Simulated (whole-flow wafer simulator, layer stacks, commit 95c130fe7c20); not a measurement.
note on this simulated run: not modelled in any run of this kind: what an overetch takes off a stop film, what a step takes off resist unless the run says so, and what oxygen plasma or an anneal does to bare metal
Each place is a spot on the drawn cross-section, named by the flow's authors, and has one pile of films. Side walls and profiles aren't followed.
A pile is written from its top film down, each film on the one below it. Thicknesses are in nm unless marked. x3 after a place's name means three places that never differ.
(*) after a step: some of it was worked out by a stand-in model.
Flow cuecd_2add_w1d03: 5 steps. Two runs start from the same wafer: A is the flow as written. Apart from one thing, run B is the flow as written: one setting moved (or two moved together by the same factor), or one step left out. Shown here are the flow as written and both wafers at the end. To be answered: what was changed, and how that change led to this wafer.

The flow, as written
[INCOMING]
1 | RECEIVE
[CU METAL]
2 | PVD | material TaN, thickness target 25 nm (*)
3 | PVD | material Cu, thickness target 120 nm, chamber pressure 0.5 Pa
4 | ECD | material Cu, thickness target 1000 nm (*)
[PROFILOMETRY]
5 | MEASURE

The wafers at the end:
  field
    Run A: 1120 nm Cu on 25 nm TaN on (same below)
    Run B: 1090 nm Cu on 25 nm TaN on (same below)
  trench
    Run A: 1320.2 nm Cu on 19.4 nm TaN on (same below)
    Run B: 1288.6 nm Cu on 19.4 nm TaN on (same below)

Cause: step 3, PVD: thickness target 90 nm was run, whereas the flow has thickness target 120 nm.

The path from the change to this, step by step:
  3 | PVD | material Cu, thickness target 120 nm, chamber pressure 0.5 Pa
      field: A +120 Cu (new film) | B +90 Cu (new film)
      trench: A +93.4 Cu (new film) | B +70.1 Cu (new film)
